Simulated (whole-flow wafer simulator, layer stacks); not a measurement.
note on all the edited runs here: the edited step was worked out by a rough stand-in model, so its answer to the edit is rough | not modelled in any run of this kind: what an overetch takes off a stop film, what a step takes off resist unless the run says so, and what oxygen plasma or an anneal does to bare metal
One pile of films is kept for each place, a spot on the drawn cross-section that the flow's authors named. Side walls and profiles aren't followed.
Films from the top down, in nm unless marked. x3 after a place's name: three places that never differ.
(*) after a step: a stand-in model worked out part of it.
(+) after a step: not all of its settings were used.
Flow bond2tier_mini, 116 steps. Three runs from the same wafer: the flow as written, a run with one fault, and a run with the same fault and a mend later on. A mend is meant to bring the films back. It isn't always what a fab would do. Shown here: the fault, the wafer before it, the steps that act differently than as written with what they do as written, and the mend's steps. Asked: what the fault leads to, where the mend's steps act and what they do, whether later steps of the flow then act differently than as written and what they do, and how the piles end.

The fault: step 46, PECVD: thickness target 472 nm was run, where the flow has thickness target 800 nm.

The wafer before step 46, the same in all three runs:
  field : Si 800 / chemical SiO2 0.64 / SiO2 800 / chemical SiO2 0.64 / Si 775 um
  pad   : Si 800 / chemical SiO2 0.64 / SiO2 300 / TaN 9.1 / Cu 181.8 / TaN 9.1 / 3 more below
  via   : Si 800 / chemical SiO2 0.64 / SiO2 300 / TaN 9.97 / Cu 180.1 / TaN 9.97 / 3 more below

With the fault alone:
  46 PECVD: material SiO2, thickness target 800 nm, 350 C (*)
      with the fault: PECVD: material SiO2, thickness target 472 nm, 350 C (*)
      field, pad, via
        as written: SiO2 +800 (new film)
        with the fault: SiO2 +472 (new film)
  Later steps of the flow that act differently than as written:
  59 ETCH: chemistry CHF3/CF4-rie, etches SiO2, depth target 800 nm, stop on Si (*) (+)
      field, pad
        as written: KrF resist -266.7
        with the fault: KrF resist -217.5
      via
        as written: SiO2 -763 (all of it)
        with the fault: SiO2 -435 (all of it)
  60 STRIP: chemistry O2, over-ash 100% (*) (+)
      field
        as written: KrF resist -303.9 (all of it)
        with the fault: KrF resist -353.1 (all of it)
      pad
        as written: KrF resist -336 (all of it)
        with the fault: KrF resist -385.1 (all of it)
  At the end the piles differ from the flow's by more than 2% or 0.5 nm, whichever is larger, at field, pad.
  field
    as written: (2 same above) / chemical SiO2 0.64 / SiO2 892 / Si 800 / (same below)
    with the fault: (2 same above) / chemical SiO2 0.64 / SiO2 564 / Si 800 / (same below)
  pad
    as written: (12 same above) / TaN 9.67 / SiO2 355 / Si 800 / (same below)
    with the fault: (12 same above) / TaN 9.67 / SiO2 27 / Si 800 / (same below)

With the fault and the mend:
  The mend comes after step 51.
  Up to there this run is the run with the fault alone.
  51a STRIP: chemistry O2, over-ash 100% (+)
      field
        KrF resist -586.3 (all of it)
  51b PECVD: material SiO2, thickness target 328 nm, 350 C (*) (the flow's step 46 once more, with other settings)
      field, pad, via
        SiO2 +328
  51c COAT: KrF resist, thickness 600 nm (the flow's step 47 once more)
      field, pad, via
        KrF resist +600 (new film)
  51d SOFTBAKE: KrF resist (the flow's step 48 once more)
      changes no film at any place that is followed
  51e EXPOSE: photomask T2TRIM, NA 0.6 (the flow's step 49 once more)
      changes no film at any place that is followed
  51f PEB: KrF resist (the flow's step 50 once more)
      changes no film at any place that is followed
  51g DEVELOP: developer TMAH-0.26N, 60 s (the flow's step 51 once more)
      pad, via
        KrF resist -600 (all of it)
      field
        KrF resist -13.7
  No later step of the flow acts differently than as written at any place that is followed.
  At the end the piles are the same as the flow's at every place that both follow.
